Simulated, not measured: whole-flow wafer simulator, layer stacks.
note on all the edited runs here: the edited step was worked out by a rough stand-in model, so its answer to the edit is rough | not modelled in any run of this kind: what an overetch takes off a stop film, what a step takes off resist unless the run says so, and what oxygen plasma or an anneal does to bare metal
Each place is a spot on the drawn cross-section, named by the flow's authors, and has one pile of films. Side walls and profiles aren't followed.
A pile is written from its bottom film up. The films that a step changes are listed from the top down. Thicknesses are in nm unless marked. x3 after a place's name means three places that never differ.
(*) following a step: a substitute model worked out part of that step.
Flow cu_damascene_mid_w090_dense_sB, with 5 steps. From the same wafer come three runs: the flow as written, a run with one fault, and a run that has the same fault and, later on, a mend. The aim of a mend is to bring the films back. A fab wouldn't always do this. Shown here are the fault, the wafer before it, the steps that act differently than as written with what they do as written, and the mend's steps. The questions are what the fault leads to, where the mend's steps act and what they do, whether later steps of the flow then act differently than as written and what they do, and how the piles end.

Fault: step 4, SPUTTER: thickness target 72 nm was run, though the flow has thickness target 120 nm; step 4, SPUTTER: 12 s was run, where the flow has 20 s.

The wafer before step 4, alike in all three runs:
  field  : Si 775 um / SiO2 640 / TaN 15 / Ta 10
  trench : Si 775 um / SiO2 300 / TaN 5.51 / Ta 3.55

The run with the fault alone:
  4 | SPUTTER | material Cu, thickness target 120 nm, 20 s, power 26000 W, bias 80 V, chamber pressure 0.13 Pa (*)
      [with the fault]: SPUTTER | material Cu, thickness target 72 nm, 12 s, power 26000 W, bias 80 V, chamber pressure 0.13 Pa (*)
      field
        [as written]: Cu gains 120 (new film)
        [with the fault]: Cu gains 72 (new film)
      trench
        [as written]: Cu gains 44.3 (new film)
        [with the fault]: Cu gains 26.6 (new film)
  Steps further on in the flow that do not act as written:
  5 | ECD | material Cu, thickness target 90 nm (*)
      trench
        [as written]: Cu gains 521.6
        [with the fault]: Cu gains 491.3
  By the end, the piles at field, trench depart from the flow's by more than 2% or 0.5 nm, whichever is larger.
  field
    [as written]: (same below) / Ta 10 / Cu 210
    [with the fault]: (same below) / Ta 10 / Cu 162
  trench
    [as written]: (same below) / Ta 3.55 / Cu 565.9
    [with the fault]: (same below) / Ta 3.55 / Cu 517.9

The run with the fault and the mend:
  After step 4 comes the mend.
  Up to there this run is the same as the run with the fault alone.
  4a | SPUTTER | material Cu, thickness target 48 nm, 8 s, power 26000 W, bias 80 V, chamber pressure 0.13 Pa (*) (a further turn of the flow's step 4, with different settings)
      field
        Cu gains 48
      trench
        Cu gains 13
  Every later step of the flow that is run acts as written, at every place that is followed, to within 2% or 0.5 nm, whichever is larger.
  By the end, the piles equal the flow's at every place that both follow.
